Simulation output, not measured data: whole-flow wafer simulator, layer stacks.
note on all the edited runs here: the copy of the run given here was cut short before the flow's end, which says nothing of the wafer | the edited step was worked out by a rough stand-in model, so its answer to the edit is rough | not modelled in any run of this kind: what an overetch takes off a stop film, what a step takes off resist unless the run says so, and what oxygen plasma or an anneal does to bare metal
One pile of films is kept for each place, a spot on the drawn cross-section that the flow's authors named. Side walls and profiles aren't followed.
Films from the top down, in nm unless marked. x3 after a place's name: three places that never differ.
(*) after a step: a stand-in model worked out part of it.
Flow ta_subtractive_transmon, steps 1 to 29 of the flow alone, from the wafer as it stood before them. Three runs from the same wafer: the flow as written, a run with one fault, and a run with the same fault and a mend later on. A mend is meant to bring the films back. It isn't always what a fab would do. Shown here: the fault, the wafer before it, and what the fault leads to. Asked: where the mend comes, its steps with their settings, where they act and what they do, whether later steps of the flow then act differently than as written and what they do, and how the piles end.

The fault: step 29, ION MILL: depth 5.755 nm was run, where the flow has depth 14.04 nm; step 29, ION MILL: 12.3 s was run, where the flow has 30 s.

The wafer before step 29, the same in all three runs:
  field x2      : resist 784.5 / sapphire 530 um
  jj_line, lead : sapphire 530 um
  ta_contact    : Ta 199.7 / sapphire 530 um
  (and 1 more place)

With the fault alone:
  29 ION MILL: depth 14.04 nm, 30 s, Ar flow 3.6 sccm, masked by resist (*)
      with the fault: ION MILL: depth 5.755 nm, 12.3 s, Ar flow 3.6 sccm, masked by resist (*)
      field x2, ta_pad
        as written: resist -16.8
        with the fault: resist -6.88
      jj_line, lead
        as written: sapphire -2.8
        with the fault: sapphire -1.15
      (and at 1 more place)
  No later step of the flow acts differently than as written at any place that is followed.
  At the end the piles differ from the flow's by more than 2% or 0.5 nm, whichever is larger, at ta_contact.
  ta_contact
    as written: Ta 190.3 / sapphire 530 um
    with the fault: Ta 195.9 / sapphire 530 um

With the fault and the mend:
  The mend comes after step 29.
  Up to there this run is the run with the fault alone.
  29a ION MILL: depth 8.281 nm, 17.7 s, Ar flow 3.6 sccm, masked by resist (*) (the flow's step 29 once more, with other settings)
      field x2, ta_pad
        resist -9.9
      jj_line, lead
        sapphire -1.65
      ta_contact
        Ta -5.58
  No later step of the flow acts differently than as written at any place that is followed.
  At the end the piles are the same as the flow's at every place that both follow.
